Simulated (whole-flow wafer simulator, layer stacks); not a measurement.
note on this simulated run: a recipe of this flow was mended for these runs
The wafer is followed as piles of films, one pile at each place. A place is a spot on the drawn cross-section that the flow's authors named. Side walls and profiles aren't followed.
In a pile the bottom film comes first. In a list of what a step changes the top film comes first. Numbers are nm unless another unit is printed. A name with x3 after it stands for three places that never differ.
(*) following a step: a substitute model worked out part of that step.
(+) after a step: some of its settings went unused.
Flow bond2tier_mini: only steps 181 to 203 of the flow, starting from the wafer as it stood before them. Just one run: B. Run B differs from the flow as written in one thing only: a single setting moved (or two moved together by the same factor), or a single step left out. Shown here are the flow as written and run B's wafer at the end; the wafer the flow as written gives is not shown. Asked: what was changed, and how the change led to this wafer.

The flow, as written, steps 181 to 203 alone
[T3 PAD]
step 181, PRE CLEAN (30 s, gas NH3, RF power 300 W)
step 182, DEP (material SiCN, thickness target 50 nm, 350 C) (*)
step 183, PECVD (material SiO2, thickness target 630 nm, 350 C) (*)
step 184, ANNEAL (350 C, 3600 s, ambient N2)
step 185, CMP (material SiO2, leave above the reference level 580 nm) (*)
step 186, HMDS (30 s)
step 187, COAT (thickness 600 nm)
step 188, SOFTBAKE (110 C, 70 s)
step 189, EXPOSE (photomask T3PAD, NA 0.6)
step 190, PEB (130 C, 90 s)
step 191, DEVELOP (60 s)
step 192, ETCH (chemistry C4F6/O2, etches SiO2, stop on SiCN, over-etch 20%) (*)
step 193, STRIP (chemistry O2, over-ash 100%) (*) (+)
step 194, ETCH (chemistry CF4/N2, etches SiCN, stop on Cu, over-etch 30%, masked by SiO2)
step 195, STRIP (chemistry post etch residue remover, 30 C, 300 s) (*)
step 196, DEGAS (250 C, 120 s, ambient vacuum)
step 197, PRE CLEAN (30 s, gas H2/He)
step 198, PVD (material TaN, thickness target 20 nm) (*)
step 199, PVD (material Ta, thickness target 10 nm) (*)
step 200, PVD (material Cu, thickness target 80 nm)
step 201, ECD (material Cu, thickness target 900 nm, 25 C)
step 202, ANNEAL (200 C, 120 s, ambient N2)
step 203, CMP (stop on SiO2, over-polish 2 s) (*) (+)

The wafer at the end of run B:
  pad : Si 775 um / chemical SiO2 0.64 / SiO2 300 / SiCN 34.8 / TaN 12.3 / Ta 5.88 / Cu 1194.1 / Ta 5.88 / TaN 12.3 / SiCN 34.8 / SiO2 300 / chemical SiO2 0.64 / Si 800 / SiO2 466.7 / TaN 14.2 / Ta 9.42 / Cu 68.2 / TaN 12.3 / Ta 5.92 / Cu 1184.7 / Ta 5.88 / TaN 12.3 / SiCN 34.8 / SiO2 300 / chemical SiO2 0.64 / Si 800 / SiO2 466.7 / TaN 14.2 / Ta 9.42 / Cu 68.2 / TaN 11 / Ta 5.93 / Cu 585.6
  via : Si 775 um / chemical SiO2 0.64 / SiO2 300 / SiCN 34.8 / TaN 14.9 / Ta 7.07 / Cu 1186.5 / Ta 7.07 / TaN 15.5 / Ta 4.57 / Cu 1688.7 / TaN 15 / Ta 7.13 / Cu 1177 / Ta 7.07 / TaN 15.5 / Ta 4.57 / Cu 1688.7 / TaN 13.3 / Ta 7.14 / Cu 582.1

Cause: step 198, PVD: thickness target 17.8 nm was run, though the flow has thickness target 20 nm.

How this came from the change, step by step:
  step 198, PVD (material TaN, thickness target 20 nm) (*)
      field: +17.8 TaN (new film) (it would be, as written: +20 TaN (new film))
      pad: +11 TaN (new film) (it would be, as written: +12.3 TaN (new film))
      (and at 1 other place as well)
  step 203, CMP (stop on SiO2, over-polish 2 s) (*) (+)
      field: -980 Cu (all of it), -10 Ta (all of it), -17.8 TaN (all of it) (it would be, as written: -980 Cu (all of it), -10 Ta (all of it), -20 TaN (all of it))
